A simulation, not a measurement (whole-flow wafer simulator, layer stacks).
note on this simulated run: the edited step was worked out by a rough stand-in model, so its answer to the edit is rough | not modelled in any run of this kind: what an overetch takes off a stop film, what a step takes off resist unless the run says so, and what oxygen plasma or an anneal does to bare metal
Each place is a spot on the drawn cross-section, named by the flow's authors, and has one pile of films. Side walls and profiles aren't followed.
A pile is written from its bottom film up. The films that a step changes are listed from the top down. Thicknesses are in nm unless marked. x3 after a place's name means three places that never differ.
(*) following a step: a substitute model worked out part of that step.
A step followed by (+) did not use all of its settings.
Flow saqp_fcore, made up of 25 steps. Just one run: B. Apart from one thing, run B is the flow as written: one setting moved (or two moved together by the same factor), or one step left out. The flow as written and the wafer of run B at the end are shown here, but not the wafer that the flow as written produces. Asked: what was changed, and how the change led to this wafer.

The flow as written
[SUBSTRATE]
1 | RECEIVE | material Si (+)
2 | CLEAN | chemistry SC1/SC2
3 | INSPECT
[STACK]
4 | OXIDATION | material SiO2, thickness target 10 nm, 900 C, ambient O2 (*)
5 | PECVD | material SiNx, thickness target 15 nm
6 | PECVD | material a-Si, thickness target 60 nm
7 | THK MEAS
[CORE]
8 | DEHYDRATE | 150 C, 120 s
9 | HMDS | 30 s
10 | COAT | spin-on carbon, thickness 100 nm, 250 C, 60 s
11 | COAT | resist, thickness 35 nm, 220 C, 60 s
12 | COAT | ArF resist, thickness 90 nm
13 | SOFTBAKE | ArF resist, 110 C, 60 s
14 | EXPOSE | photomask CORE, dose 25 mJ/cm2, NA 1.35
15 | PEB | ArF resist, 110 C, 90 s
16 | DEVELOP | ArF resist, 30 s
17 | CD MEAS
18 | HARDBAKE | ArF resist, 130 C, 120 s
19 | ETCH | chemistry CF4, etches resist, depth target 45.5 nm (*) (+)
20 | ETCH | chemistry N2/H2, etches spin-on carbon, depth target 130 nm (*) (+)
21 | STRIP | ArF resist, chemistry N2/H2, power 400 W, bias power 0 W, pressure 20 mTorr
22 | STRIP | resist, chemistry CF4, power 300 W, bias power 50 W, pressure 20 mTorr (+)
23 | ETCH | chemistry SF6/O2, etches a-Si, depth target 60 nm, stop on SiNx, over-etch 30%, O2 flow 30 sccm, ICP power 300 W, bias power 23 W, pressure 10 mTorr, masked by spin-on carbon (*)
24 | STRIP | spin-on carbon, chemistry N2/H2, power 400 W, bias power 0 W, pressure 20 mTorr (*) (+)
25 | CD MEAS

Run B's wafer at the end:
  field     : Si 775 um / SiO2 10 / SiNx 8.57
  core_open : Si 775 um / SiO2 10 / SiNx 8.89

Cause: step 23, ETCH: over-etch 47.2% was run, while the flow as written has over-etch 30%.

How this came from the change, step by step:
  23 | ETCH | chemistry SF6/O2, etches a-Si, depth target 60 nm, stop on SiNx, over-etch 30%, O2 flow 30 sccm, ICP power 300 W, bias power 23 W, pressure 10 mTorr, masked by spin-on carbon (*)
      field: a-Si loses 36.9 (all of it), SiNx loses 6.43 (in the flow as written it would be: a-Si loses 36.9 (all of it), SiNx loses 5.14)
      core_open: a-Si loses 39.4 (all of it), SiNx loses 6.11 (in the flow as written it would be: a-Si loses 39.4 (all of it), SiNx loses 4.82)
      (as well as at 1 more place)
